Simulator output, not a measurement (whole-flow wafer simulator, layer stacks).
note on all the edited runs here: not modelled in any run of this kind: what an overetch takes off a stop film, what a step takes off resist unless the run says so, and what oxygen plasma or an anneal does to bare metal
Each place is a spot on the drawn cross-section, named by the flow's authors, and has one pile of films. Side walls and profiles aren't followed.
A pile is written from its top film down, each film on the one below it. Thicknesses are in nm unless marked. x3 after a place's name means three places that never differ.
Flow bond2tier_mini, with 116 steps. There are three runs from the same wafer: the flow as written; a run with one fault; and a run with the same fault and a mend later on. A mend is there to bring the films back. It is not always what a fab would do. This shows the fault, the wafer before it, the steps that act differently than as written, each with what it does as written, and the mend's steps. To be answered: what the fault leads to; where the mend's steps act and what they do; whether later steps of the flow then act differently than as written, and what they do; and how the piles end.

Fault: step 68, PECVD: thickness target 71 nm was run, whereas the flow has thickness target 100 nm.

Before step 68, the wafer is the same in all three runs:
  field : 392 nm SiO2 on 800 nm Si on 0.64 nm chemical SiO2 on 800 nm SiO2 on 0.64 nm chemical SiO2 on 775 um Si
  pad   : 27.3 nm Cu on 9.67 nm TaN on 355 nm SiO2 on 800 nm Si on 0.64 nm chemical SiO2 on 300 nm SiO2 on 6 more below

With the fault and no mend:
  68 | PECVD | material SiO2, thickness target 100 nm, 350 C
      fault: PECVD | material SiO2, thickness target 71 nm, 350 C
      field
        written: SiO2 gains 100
        fault: SiO2 gains 71
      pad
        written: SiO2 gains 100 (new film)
        fault: SiO2 gains 71 (new film)
  Steps later in the flow that act otherwise than as written (1 more step, not shown, differs only slightly: by at most 2% or 0.5 nm, whichever is larger):
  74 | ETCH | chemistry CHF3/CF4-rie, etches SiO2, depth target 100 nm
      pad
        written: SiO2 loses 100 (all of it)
        fault: SiO2 loses 71 (all of it), Cu loses 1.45
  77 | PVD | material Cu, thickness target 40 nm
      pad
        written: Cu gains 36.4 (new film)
        fault: Cu gains 37.4 (new film)
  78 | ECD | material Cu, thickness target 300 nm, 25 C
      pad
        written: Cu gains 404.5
        fault: Cu gains 375.7
  At field, pad, the piles at the end differ from the flow's by more than 2% or 0.5 nm, whichever is larger.
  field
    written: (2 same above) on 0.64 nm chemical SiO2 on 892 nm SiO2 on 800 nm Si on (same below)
    fault: (2 same above) on 0.64 nm chemical SiO2 on 863 nm SiO2 on 800 nm Si on (same below)
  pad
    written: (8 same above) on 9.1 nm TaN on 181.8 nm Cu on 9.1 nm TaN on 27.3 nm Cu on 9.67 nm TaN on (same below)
    fault: (8 same above) on 9.1 nm TaN on 154 nm Cu on 9.39 nm TaN on 25.9 nm Cu on 9.67 nm TaN on (same below)

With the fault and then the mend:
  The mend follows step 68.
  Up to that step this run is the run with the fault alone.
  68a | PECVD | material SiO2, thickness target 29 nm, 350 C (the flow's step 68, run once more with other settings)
      field, pad
        SiO2 gains 29
  Later steps of the flow that are run all act as written at every place that is followed.
  The piles end the same as the flow's at every place that both follow.
